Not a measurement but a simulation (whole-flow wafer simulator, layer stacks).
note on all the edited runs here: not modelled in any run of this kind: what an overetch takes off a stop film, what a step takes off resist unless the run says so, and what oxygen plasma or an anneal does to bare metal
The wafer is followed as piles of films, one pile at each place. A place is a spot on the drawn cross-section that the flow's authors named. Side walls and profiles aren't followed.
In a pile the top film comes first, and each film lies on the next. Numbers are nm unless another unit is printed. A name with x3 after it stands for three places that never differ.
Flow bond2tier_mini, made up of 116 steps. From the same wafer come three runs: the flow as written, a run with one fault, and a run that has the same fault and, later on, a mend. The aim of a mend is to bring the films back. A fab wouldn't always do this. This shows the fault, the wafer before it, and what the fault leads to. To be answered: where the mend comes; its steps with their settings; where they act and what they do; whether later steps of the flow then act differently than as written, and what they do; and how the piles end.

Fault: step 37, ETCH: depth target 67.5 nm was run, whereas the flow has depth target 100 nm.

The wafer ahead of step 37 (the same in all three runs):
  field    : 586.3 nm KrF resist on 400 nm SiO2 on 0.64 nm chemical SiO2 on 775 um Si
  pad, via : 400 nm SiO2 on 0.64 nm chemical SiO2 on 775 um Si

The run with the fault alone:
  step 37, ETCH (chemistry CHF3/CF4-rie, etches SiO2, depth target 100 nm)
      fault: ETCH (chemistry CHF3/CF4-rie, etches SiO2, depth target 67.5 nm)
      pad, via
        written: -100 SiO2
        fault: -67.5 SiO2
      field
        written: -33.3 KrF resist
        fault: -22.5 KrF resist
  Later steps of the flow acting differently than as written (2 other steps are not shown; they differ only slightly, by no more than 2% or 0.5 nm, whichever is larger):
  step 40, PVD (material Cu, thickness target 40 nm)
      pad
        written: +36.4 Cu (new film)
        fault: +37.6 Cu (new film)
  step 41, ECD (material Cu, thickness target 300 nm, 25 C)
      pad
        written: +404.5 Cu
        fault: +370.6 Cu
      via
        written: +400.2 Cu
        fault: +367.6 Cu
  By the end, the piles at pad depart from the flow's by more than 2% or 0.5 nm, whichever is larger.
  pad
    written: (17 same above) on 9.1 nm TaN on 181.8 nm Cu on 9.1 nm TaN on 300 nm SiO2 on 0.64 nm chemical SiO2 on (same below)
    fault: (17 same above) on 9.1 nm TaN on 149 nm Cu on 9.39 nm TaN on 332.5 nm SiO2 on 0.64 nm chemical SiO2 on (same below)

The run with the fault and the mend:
  The mend follows step 37.
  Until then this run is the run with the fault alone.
  step 37a, ETCH (chemistry CHF3/CF4-rie, etches SiO2, depth target 32.5 nm) (a further turn of the flow's step 37, with different settings)
      pad, via
        -32.5 SiO2
      field
        -10.8 KrF resist
  None of the later steps of the flow acts differently than as written at any place that is followed.
  At every place that both follow, the piles at the end match the flow's.
